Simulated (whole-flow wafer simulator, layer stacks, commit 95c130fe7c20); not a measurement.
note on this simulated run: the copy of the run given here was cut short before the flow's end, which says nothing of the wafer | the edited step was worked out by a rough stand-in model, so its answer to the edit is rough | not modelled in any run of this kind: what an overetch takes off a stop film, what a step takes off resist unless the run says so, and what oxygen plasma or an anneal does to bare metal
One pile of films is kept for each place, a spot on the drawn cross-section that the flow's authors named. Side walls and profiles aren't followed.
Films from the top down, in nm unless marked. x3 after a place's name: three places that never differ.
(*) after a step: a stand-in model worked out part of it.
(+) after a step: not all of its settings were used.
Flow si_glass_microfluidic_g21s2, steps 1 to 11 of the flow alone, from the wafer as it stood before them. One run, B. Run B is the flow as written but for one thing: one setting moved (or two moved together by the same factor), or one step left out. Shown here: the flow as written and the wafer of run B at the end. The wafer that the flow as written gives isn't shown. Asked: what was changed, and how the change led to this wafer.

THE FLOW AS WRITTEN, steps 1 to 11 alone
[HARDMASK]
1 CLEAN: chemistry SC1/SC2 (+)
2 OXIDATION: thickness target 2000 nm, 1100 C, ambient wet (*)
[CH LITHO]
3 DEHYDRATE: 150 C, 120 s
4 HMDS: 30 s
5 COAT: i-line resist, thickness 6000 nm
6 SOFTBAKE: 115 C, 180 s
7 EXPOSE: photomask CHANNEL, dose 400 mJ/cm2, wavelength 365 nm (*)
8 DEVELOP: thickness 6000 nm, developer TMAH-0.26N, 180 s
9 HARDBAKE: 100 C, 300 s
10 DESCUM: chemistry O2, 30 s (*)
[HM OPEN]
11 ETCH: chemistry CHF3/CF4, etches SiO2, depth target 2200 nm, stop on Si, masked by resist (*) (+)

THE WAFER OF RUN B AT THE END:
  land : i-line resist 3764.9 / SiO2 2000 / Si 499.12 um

The cause: step 11, ETCH: depth target 2640 nm was run, where the flow has depth target 2200 nm.

How the change led to this, step by step:
  11 ETCH: chemistry CHF3/CF4, etches SiO2, depth target 2200 nm, stop on Si, masked by resist (*) (+)
      land: i-line resist -2200 (as written it would be: i-line resist -1833.3)
